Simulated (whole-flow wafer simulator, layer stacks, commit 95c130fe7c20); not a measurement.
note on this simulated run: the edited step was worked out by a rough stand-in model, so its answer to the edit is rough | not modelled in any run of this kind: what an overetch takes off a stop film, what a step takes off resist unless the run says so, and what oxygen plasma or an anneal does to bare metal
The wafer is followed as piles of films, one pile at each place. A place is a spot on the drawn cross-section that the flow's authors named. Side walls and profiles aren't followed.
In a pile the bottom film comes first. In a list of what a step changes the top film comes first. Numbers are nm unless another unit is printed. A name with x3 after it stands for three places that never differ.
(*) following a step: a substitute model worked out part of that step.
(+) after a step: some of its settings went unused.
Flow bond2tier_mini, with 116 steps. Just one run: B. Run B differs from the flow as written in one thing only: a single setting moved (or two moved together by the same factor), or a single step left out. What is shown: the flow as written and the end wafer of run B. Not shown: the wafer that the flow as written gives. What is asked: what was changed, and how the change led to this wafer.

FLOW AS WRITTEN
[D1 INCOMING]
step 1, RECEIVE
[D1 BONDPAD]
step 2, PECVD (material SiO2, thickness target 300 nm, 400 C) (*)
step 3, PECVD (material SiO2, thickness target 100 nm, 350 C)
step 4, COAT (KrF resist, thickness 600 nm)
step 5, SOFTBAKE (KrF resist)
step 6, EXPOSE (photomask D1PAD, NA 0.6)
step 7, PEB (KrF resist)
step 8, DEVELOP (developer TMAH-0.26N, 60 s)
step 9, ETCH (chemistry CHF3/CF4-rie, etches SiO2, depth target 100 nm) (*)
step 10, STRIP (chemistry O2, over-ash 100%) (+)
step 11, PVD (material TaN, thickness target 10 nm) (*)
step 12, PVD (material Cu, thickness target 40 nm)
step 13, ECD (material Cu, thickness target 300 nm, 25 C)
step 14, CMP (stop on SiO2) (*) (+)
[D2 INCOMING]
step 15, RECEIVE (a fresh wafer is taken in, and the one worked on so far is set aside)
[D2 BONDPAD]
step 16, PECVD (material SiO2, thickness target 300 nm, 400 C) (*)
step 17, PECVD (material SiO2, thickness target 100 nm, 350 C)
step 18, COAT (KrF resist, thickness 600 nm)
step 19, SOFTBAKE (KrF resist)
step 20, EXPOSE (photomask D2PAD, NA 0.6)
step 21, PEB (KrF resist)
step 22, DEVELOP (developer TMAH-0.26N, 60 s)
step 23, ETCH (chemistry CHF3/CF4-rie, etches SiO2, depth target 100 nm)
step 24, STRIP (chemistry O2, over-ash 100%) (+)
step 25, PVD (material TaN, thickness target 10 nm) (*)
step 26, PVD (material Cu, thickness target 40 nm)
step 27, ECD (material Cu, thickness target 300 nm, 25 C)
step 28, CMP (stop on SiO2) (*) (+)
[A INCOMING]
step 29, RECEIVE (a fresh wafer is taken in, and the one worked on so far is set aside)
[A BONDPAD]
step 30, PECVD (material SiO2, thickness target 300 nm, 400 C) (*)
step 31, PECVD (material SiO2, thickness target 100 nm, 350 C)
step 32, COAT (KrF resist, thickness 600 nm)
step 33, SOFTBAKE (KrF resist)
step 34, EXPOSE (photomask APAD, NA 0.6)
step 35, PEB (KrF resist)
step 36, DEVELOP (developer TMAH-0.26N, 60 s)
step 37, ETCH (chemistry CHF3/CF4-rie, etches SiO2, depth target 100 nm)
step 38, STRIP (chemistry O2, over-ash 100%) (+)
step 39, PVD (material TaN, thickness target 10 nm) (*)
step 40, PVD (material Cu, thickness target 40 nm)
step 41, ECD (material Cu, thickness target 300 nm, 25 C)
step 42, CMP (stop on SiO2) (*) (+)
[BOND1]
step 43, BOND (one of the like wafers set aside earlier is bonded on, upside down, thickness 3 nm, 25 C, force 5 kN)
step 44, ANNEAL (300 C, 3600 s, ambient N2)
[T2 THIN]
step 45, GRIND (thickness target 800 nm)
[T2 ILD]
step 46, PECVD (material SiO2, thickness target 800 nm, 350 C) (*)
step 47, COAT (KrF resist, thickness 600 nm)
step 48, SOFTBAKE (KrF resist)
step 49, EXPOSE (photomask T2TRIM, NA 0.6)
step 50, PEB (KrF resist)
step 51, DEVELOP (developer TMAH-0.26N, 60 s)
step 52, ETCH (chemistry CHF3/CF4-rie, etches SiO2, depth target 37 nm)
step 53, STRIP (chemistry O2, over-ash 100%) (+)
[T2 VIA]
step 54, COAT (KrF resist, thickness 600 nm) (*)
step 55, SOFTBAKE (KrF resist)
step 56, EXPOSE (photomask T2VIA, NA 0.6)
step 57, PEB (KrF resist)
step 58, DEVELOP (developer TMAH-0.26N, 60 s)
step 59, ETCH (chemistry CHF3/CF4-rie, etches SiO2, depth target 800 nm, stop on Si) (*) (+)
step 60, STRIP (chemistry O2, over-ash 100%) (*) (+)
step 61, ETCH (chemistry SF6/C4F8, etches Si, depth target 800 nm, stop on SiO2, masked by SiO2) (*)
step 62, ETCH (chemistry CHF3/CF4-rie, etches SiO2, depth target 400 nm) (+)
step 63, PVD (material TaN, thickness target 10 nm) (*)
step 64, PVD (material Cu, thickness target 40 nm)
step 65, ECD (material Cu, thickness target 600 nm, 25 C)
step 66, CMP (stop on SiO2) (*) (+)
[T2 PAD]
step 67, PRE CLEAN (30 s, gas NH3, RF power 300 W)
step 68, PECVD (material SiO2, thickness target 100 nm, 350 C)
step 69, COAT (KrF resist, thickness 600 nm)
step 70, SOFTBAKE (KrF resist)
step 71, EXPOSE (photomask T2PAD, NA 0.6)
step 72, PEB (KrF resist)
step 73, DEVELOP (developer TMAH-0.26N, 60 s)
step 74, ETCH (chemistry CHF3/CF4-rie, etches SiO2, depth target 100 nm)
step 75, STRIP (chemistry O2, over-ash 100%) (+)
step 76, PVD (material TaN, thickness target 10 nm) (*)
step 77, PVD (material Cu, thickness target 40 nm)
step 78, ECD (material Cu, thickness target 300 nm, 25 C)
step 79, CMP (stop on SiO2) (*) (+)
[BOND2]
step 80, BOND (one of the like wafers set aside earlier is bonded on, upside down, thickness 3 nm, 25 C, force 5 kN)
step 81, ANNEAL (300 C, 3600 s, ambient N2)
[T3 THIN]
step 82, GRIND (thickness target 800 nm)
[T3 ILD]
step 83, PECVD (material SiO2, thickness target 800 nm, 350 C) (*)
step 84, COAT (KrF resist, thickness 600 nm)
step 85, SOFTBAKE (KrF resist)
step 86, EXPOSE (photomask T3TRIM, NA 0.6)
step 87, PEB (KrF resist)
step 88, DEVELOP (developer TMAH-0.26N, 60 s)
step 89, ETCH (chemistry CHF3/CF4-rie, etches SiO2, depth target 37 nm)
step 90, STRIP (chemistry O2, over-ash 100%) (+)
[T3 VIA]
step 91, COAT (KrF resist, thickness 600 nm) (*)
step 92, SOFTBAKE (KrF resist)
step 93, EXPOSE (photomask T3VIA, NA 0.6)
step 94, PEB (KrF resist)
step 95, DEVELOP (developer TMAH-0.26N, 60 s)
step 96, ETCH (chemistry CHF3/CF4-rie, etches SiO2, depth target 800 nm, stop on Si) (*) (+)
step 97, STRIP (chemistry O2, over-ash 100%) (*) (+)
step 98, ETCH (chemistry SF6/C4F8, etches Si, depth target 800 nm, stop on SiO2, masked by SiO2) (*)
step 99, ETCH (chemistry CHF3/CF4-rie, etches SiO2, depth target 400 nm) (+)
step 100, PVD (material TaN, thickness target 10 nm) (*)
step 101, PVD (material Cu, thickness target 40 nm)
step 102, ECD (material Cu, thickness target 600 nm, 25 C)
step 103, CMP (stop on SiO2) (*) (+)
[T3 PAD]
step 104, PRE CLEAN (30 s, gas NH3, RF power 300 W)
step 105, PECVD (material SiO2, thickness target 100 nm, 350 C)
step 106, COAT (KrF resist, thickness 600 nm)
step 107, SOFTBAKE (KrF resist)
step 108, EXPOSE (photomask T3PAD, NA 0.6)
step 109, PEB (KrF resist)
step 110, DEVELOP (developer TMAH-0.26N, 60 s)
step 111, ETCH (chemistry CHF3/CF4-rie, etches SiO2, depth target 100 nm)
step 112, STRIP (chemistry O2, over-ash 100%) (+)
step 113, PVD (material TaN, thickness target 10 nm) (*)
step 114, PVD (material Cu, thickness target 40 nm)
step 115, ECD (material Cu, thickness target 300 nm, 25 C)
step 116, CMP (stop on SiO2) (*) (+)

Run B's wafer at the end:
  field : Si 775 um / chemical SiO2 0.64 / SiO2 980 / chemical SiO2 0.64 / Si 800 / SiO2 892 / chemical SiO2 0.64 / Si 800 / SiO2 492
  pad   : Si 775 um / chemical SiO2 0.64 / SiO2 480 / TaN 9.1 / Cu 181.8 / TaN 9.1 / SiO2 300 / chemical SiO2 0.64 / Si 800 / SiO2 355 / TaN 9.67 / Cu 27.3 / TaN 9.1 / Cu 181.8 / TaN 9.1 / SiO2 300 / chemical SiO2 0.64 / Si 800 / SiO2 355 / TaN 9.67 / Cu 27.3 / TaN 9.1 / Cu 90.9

What caused this: step 30, PECVD: thickness target 480 nm was run, while the flow as written has thickness target 300 nm.
The wafer lets one read it off: pad has SiO2 480, and step 30 as written asks for 300 nm.

Step by step, how the change led to this:
  step 30, PECVD (material SiO2, thickness target 300 nm, 400 C) (*)
      field, pad, via: +480 SiO2 (new film) (it would be, as written: +300 SiO2 (new film))
